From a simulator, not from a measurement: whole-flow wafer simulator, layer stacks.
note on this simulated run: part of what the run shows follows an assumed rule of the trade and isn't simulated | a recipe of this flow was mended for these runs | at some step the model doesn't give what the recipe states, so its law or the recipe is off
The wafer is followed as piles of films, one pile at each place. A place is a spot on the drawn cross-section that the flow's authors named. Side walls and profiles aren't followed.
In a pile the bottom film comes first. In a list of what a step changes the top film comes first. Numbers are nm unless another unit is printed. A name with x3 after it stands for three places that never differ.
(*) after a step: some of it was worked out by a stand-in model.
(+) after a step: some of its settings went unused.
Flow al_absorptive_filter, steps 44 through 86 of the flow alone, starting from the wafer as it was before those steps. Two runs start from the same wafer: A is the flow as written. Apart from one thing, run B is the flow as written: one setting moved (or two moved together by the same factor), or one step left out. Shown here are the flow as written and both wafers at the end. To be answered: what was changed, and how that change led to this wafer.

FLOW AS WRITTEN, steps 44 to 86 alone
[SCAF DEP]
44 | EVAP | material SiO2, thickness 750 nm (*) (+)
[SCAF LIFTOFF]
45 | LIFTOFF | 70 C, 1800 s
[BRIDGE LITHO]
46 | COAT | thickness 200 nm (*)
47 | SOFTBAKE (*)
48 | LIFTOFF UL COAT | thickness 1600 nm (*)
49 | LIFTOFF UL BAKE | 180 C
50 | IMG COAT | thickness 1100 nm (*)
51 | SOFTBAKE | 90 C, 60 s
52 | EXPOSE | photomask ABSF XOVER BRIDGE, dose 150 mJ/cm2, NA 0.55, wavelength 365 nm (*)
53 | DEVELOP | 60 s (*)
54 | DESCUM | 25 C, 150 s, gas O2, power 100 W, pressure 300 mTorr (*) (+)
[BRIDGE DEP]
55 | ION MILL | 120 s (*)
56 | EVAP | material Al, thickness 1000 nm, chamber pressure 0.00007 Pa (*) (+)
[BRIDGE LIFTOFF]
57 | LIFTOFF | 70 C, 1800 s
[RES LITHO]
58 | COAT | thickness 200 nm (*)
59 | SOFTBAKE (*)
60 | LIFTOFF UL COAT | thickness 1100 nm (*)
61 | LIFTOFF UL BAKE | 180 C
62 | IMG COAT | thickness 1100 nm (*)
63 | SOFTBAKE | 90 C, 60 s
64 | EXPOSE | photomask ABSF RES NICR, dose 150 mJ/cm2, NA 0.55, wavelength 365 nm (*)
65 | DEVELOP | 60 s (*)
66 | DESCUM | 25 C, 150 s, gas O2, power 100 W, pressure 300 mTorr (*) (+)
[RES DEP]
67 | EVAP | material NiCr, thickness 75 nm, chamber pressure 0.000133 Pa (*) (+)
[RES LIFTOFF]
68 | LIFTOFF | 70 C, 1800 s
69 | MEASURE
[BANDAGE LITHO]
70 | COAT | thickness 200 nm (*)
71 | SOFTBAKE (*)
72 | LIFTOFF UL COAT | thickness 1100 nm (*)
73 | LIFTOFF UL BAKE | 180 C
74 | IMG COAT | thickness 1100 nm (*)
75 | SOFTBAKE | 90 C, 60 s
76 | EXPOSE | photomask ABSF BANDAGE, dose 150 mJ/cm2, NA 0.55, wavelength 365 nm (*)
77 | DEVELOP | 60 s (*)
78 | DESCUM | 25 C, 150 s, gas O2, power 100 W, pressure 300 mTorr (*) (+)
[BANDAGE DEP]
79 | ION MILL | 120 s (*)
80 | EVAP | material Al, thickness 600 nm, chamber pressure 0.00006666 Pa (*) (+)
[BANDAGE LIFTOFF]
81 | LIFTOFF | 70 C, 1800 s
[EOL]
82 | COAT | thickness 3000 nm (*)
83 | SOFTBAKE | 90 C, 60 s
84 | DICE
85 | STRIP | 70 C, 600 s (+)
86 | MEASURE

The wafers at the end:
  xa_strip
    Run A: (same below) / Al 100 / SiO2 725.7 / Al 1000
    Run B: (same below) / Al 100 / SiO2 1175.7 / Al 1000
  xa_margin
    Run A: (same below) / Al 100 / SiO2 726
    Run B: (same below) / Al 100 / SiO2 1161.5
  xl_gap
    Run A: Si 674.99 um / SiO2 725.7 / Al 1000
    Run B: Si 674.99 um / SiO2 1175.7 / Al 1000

The reason: step 44, EVAP: thickness 1200 nm was run, whereas the flow has thickness 750 nm.

Step by step, how the change led to this:
  44 | EVAP | material SiO2, thickness 750 nm (*) (+)
      gnd, pad_far, pad_near and 10 more: A SiO2 gains 750 (new film) | B SiO2 gains 1200 (new film)
      xa_margin: A SiO2 gains 726 (new film) | B SiO2 gains 1161.5 (new film)
  45 | LIFTOFF | 70 C, 1800 s
      gnd, xa_field, xl_land, idc_field: A SiO2 loses 750 (all of it), i-line-resist loses 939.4 (all of it), lift-off-underlayer loses 1100 (all of it), acrylic-e-beam-resist loses 200 (all of it) | B SiO2 loses 1200 (all of it), i-line-resist loses 939.4 (all of it), lift-off-underlayer loses 1100 (all of it), acrylic-e-beam-resist loses 200 (all of it)
      pad_far: A SiO2 loses 750 (all of it), i-line-resist loses 937 (all of it), lift-off-underlayer loses 1092.7 (all of it), acrylic-e-beam-resist loses 198.5 (all of it) | B SiO2 loses 1200 (all of it), i-line-resist loses 937 (all of it), lift-off-underlayer loses 1092.7 (all of it), acrylic-e-beam-resist loses 198.5 (all of it)
      (also at 5 further places)
  46 | COAT | thickness 200 nm (*)
      xa_margin: A acrylic-e-beam-resist gains 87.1 (new film) | B acrylic-e-beam-resist gains 74.5 (new film)
      xa_strip: A acrylic-e-beam-resist gains 156.7 (new film) | B acrylic-e-beam-resist gains 120.9 (new film)
      (also at 3 further places)
  48 | LIFTOFF UL COAT | thickness 1600 nm (*)
      xa_margin: A lift-off-underlayer gains 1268 (new film) | B lift-off-underlayer gains 1061.8 (new film)
      xa_strip: A lift-off-underlayer gains 1219 (new film) | B lift-off-underlayer gains 1054.1 (new film)
      (also at 3 further places)
  50 | IMG COAT | thickness 1100 nm (*)
      xa_margin: A i-line-resist gains 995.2 (new film) | B i-line-resist gains 907.5 (new film)
      xa_strip: A i-line-resist gains 962 (new film) | B i-line-resist gains 852.2 (new film)
      (also at 2 further places)
  51 | SOFTBAKE | 90 C, 60 s
      xa_margin: A i-line-resist loses 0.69 | B i-line-resist loses 1.54
      xa_strip: A i-line-resist loses 1.93 | B i-line-resist loses 3.26
      (also at 3 further places)
  53 | DEVELOP | 60 s (*)
      xa_strip: A i-line-resist loses 960.1 (all of it), lift-off-underlayer loses 1219 (all of it) | B i-line-resist loses 849 (all of it), lift-off-underlayer loses 1054.1 (all of it)
      xl_land: A i-line-resist loses 1117.3 (all of it), lift-off-underlayer loses 1706.9 (all of it) | B i-line-resist loses 1132.1 (all of it), lift-off-underlayer loses 1786.6 (all of it)
      (also at 2 further places)
  54 | DESCUM | 25 C, 150 s, gas O2, power 100 W, pressure 300 mTorr (*) (+)
      gnd, pad_far, pad_near and 7 more: A i-line-resist loses 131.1 | B i-line-resist loses 137.6
      xa_strip: A acrylic-e-beam-resist loses 156.7 (all of it) | B acrylic-e-beam-resist loses 120.9 (all of it)
      (also at 3 further places)
  57 | LIFTOFF | 70 C, 1800 s
      xa_margin: A Al loses 1000 (all of it), i-line-resist loses 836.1 (all of it), lift-off-underlayer loses 1268 (all of it), acrylic-e-beam-resist loses 87.1 (all of it) | B Al loses 1000 (all of it), i-line-resist loses 741.2 (all of it), lift-off-underlayer loses 1061.8 (all of it), acrylic-e-beam-resist loses 74.5 (all of it)
  58 | COAT | thickness 200 nm (*)
      xa_margin: A acrylic-e-beam-resist gains 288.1 (new film) | B acrylic-e-beam-resist gains 229.2 (new film)
      xa_strip: A acrylic-e-beam-resist gains 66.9 (new film) | B acrylic-e-beam-resist gains 48.1 (new film)
      (also at 2 further places)
  60 | LIFTOFF UL COAT | thickness 1100 nm (*)
      xa_margin: A lift-off-underlayer gains 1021 (new film) | B lift-off-underlayer gains 929.6 (new film)
      xa_strip: A lift-off-underlayer gains 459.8 (new film) | B lift-off-underlayer gains 378.8 (new film)
      (also at 2 further places)
  62 | IMG COAT | thickness 1100 nm (*)
      xa_margin: A i-line-resist gains 741.1 (new film) | B i-line-resist gains 615.4 (new film)
      xa_strip: A i-line-resist gains 577.9 (new film) | B i-line-resist gains 413.6 (new film)
      (also at 2 further places)
  63 | SOFTBAKE | 90 C, 60 s
      xa_margin: A i-line-resist loses 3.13 | B i-line-resist loses 3.7
      xa_strip: A i-line-resist loses 4.64 | B i-line-resist loses 3.42
      (also at 2 further places)
  68 | LIFTOFF | 70 C, 1800 s
      xa_margin: A NiCr loses 75 (all of it), i-line-resist loses 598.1 (all of it), lift-off-underlayer loses 1021 (all of it), acrylic-e-beam-resist loses 288.1 (all of it) | B NiCr loses 75 (all of it), i-line-resist loses 471.8 (all of it), lift-off-underlayer loses 929.6 (all of it), acrylic-e-beam-resist loses 229.2 (all of it)
      xa_strip: A NiCr loses 75 (all of it), i-line-resist loses 433.3 (all of it), lift-off-underlayer loses 459.8 (all of it), acrylic-e-beam-resist loses 66.9 (all of it) | B NiCr loses 75 (all of it), i-line-resist loses 270.3 (all of it), lift-off-underlayer loses 378.8 (all of it), acrylic-e-beam-resist loses 48.1 (all of it)
      (also at 2 further places)
  70 | COAT | thickness 200 nm (*)
      xa_margin: A acrylic-e-beam-resist gains 288.1 (new film) | B acrylic-e-beam-resist gains 229.2 (new film)
      xa_strip: A acrylic-e-beam-resist gains 66.9 (new film) | B acrylic-e-beam-resist gains 48.1 (new film)
      (also at 2 further places)
  72 | LIFTOFF UL COAT | thickness 1100 nm (*)
      xa_margin: A lift-off-underlayer gains 1021 (new film) | B lift-off-underlayer gains 929.6 (new film)
      xa_strip: A lift-off-underlayer gains 459.8 (new film) | B lift-off-underlayer gains 378.8 (new film)
      (also at 2 further places)
  ... 5 other steps ...
  85 | STRIP | 70 C, 600 s (+)
      xa_margin: A i-line-resist loses 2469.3 (all of it) | B i-line-resist loses 2126.7 (all of it)
      xa_strip: A i-line-resist loses 1477 (all of it) | B i-line-resist loses 1127.8 (all of it)
      (also at 2 further places)
